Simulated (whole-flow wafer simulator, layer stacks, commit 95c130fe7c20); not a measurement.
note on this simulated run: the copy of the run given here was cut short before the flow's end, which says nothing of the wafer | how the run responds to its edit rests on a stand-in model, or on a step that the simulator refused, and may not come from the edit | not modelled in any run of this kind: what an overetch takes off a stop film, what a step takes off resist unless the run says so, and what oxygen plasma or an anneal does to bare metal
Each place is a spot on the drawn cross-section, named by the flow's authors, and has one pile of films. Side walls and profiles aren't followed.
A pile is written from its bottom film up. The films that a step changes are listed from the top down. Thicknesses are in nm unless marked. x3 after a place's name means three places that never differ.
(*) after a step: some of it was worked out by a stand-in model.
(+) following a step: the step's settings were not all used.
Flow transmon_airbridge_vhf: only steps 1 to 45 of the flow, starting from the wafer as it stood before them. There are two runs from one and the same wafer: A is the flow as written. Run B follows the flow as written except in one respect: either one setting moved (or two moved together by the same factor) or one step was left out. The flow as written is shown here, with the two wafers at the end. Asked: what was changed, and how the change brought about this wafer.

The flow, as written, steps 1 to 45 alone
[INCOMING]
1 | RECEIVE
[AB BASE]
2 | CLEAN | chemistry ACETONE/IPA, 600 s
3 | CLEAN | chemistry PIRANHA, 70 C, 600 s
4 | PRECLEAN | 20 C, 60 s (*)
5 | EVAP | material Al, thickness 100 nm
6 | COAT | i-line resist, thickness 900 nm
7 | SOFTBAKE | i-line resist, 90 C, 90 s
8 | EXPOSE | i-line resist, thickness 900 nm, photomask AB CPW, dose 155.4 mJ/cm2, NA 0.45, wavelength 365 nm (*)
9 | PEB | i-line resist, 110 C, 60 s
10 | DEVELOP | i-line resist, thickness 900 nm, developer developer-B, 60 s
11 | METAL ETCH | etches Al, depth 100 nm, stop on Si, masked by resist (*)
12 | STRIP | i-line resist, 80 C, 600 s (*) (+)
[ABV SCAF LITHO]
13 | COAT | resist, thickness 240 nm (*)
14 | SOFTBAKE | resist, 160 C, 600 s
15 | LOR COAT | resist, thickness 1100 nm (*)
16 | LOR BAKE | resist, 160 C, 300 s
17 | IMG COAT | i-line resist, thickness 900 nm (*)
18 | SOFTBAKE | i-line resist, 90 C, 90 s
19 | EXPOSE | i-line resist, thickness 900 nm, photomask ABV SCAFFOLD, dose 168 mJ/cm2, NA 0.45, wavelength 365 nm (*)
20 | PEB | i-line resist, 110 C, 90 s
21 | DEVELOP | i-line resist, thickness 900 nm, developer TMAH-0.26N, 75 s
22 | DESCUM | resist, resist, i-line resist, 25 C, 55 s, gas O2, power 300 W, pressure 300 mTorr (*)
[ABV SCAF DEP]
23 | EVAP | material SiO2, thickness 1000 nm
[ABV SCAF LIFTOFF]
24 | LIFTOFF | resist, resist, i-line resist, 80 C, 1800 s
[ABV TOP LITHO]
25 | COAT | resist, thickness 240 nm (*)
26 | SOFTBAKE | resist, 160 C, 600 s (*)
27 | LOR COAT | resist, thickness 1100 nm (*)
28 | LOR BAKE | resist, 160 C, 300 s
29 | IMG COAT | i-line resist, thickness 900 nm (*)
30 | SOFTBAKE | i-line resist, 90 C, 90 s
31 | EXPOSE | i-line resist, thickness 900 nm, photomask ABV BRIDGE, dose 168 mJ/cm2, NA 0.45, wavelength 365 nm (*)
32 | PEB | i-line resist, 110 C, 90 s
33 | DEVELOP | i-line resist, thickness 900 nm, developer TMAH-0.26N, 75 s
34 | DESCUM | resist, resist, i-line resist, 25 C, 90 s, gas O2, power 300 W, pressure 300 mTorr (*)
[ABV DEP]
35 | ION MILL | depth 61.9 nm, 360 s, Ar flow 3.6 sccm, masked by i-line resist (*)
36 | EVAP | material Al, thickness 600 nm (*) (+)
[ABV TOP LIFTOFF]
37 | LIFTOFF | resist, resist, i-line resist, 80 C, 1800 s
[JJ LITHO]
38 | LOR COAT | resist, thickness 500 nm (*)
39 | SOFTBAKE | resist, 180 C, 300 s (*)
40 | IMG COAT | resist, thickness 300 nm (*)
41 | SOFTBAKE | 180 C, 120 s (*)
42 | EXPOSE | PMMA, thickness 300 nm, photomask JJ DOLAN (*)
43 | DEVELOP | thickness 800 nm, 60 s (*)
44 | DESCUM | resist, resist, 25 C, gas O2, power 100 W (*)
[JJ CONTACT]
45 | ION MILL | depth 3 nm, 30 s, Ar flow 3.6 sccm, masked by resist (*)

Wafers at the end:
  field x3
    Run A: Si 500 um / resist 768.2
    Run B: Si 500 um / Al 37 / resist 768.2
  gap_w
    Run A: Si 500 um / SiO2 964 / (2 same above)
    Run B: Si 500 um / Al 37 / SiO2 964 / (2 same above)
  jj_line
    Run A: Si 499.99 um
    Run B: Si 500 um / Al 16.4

Cause: step 5, EVAP: thickness 137 nm was run, while the flow as written has thickness 100 nm.

How this came from the change, step by step:
  5 | EVAP | material Al, thickness 100 nm
      field x3, jj_line, ground_far and 12 more: A Al gains 100 (new film) | B Al gains 137 (new film)
  11 | METAL ETCH | etches Al, depth 100 nm, stop on Si, masked by resist (*)
      field x3, jj_line, gap_w, gap_e: A Al loses 100 (all of it) | B Al loses 100
  45 | ION MILL | depth 3 nm, 30 s, Ar flow 3.6 sccm, masked by resist (*)
      jj_line: A Si loses 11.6 | B Al loses 20.6
Taking metal films that touch as one body, field x3 has 1 body; the flow as written gives 0 bodies.
Taking metal films that touch as one body, gap_w has 2 bodies (between them, from the top down: SiO2 964); the flow as written gives 1 body.
Taking metal films that touch as one body, jj_line has 1 body; the flow as written gives 0 bodies.
